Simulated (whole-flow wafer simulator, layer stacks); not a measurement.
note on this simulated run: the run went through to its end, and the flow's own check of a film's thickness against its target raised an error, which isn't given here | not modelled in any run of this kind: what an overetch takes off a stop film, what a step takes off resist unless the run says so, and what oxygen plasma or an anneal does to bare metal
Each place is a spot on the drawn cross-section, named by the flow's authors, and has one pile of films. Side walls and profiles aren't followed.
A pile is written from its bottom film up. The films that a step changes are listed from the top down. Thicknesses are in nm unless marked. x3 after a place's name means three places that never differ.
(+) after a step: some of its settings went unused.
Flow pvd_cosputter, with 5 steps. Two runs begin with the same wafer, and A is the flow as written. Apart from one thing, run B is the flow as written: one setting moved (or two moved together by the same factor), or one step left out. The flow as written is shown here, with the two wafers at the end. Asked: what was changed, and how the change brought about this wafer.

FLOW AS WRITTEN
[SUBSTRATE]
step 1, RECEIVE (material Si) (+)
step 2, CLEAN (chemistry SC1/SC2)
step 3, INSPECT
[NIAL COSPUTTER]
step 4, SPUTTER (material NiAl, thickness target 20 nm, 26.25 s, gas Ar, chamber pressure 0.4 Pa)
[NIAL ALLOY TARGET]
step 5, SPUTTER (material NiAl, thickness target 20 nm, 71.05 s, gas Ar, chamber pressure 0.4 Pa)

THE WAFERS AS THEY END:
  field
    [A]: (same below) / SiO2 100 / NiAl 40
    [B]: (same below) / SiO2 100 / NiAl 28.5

The reason: step 5, SPUTTER: thickness target 8.5 nm was run, while the flow as written has thickness target 20 nm; step 5, SPUTTER: 30.2 s was run, where the flow has 71.05 s.

Step by step, how the change led to this:
  step 5, SPUTTER (material NiAl, thickness target 20 nm, 71.05 s, gas Ar, chamber pressure 0.4 Pa)
      field: A NiAl gains 20 | B NiAl gains 8.5
